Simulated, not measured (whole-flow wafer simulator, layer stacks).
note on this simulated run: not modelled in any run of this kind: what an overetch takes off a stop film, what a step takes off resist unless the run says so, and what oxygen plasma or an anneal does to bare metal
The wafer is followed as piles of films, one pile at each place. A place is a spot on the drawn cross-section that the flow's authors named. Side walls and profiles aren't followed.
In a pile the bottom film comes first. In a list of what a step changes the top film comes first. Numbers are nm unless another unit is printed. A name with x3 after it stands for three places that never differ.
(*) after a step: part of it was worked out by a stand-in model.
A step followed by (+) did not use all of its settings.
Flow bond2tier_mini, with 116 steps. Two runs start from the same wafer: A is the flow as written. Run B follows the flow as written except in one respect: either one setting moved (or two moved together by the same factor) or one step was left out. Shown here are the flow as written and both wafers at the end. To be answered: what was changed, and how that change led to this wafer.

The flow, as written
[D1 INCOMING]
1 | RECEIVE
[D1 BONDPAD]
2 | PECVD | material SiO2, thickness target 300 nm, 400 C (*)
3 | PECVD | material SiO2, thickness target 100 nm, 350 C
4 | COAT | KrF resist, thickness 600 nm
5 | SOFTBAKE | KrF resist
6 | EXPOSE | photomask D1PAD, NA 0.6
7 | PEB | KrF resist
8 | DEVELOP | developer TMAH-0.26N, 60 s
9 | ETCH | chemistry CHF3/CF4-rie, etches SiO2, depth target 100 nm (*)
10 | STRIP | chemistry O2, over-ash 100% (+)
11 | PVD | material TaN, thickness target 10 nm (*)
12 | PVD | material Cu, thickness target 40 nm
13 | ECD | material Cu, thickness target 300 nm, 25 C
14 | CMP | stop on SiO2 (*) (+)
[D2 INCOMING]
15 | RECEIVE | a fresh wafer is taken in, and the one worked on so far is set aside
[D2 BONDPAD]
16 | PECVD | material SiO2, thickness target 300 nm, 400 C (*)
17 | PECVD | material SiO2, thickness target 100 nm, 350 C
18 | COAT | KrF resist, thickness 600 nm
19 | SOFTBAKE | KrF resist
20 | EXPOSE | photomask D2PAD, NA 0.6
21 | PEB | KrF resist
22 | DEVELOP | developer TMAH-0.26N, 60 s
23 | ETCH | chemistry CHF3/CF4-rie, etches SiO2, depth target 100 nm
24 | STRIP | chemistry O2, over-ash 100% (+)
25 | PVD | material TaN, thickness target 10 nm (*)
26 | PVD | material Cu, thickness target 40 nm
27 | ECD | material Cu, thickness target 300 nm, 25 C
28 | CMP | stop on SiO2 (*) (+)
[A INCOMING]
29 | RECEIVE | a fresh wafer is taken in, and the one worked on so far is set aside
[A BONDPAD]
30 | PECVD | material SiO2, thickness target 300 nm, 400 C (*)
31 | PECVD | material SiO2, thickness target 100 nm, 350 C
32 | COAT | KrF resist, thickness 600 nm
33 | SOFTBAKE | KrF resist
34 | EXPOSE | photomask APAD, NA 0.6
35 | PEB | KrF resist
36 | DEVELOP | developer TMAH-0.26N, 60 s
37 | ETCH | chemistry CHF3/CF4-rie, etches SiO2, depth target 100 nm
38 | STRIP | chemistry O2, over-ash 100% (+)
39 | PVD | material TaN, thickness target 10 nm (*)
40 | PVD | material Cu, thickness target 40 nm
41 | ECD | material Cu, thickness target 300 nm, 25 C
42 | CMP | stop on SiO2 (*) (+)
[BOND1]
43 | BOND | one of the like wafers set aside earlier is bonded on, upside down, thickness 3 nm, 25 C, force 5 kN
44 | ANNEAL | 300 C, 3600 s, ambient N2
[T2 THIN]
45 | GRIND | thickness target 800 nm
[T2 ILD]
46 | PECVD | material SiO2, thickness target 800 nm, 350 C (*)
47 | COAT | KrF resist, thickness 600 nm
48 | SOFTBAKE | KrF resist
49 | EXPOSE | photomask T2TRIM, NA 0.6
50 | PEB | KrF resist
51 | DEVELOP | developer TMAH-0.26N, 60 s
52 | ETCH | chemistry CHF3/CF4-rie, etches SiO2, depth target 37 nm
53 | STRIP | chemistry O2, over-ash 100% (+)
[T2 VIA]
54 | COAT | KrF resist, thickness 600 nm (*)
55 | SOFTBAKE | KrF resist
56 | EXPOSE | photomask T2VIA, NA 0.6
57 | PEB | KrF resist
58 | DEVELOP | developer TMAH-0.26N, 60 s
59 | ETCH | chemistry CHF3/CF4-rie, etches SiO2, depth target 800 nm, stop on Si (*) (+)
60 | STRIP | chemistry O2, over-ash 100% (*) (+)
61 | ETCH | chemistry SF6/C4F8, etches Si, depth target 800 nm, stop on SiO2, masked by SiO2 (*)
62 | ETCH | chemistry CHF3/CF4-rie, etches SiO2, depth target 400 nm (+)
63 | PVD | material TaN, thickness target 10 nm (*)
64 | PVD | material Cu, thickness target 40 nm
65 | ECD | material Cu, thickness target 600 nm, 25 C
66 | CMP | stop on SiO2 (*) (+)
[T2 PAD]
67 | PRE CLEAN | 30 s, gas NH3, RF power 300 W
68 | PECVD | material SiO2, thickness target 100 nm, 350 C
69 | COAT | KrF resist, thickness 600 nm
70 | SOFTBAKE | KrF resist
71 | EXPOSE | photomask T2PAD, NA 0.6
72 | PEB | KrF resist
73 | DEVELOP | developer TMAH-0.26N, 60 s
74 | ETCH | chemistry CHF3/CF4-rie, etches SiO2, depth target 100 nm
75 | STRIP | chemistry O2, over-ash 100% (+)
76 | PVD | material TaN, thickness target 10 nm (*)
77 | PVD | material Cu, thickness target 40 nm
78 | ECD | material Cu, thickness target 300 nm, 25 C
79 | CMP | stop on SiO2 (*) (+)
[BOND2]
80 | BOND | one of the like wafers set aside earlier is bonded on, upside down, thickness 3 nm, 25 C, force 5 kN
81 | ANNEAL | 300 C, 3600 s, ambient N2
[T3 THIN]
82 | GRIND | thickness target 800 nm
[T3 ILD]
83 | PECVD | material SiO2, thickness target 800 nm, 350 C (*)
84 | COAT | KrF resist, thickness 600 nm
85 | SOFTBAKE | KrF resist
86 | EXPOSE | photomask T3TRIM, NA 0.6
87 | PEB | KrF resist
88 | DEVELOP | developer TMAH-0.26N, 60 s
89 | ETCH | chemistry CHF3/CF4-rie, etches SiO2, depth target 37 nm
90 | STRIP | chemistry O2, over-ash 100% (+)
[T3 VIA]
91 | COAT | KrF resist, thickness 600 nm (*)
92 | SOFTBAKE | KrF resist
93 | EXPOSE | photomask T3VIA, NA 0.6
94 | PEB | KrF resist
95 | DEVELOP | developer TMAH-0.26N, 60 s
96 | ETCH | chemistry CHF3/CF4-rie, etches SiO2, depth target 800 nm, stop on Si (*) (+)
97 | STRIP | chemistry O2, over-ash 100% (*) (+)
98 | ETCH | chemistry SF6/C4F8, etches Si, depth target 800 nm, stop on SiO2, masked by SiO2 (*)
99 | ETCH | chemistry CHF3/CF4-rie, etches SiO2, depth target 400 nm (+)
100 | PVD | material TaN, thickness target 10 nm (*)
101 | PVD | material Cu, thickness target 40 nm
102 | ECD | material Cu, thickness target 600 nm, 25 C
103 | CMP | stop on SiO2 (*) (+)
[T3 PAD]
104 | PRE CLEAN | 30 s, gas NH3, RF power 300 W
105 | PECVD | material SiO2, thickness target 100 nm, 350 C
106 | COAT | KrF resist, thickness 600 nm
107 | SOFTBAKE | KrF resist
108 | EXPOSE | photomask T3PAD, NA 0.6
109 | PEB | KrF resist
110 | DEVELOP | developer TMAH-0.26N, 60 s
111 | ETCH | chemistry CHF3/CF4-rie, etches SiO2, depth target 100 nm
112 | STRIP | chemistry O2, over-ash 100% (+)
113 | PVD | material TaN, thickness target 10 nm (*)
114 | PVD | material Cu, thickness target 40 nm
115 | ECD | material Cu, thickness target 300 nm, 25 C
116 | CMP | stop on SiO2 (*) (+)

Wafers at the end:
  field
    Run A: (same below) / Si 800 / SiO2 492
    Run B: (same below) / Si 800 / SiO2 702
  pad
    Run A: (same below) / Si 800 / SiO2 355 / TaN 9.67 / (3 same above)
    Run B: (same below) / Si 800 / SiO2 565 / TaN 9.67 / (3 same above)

The reason: step 99, ETCH: depth target 190 nm was run, while the flow as written has depth target 400 nm.

How this came from the change, step by step:
  99 | ETCH | chemistry CHF3/CF4-rie, etches SiO2, depth target 400 nm (+)
      field, pad: A SiO2 loses 400 | B SiO2 loses 190
